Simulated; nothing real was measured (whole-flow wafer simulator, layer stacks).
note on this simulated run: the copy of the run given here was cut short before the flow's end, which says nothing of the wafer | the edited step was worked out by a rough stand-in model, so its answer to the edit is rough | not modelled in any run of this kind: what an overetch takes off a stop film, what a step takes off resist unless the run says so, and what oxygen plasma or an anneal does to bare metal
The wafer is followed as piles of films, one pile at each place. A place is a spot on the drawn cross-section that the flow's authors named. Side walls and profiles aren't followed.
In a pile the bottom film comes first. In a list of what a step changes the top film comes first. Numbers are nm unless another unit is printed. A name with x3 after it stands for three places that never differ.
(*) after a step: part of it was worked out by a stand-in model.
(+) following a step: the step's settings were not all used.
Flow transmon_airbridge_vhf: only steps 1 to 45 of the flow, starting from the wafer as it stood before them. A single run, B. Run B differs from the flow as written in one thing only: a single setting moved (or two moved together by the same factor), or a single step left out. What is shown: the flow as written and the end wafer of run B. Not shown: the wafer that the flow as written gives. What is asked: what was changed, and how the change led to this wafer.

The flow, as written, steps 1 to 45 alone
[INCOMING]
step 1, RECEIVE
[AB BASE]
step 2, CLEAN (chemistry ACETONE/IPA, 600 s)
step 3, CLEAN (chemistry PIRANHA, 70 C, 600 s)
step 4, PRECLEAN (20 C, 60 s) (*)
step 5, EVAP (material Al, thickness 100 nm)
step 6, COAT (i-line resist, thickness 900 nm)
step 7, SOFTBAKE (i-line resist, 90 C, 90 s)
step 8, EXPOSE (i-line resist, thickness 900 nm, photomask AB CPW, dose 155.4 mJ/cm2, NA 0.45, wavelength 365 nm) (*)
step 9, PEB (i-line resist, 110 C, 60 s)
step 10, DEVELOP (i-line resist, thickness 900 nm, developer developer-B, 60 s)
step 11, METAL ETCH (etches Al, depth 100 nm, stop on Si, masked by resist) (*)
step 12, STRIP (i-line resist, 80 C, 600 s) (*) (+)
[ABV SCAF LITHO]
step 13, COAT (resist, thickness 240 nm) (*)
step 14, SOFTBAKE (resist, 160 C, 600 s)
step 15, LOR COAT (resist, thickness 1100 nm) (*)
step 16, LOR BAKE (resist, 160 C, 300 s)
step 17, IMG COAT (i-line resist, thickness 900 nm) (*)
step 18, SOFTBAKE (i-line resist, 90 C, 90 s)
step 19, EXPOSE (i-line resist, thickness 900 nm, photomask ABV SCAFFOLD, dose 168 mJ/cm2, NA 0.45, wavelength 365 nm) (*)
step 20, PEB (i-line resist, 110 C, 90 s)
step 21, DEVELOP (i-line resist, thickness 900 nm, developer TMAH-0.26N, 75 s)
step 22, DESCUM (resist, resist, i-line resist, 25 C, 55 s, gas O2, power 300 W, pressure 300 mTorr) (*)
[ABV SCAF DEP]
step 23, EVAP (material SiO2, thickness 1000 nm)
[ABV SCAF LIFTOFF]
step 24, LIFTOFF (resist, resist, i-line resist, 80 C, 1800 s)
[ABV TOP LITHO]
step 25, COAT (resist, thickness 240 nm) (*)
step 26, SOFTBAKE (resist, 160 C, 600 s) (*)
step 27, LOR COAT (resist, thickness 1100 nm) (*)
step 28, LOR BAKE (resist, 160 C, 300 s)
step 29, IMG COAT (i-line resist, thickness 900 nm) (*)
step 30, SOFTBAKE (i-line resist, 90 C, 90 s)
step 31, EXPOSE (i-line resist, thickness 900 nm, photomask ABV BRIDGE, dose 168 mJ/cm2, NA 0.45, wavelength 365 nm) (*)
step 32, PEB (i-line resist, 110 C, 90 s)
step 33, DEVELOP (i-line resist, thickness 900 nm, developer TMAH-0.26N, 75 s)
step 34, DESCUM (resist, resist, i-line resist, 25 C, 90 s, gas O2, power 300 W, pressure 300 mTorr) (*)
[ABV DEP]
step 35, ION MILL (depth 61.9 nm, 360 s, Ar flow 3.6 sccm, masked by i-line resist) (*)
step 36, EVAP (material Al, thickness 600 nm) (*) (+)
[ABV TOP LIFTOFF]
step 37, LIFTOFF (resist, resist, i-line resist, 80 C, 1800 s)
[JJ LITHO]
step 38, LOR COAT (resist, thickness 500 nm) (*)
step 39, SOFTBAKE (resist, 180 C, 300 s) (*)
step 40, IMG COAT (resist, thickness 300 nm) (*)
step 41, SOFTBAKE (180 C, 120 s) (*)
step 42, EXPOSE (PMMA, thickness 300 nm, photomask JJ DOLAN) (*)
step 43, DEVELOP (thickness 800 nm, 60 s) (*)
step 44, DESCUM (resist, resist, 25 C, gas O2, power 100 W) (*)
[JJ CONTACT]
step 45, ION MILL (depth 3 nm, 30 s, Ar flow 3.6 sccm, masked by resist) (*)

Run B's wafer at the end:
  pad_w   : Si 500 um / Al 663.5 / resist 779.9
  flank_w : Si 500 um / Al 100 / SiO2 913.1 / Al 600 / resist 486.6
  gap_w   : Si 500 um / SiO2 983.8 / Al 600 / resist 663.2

Cause: step 35, ION MILL: 162 s was run, while the flow as written has 360 s.

Step by step, how the change led to this:
  step 35, ION MILL (depth 61.9 nm, 360 s, Ar flow 3.6 sccm, masked by i-line resist) (*)
      field x3, jj_line, ground_far, trace_open_s x2, margin_s, margin_n: i-line resist loses 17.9 (as written it would have been: i-line resist loses 39.7)
      flank_w, gap_w, cpw_trace, gap_e, flank_e, bridge_strip: SiO2 loses 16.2 (as written it would have been: SiO2 loses 36)
      (as well as at 2 more places)
  step 37, LIFTOFF (resist, resist, i-line resist, 80 C, 1800 s)
      field x3, jj_line, trace_open_s x2: Al loses 600 (all of it), i-line resist loses 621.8 (all of it), resist loses 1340 (all of it) (as written it would have been: Al loses 600 (all of it), i-line resist loses 600 (all of it), resist loses 1340 (all of it))
      margin_s, margin_n: Al loses 600 (all of it), i-line resist loses 340.1 (all of it), resist loses 992 (all of it) (as written it would have been: Al loses 600 (all of it), i-line resist loses 318.3 (all of it), resist loses 992 (all of it))
      (as well as at 1 more place)
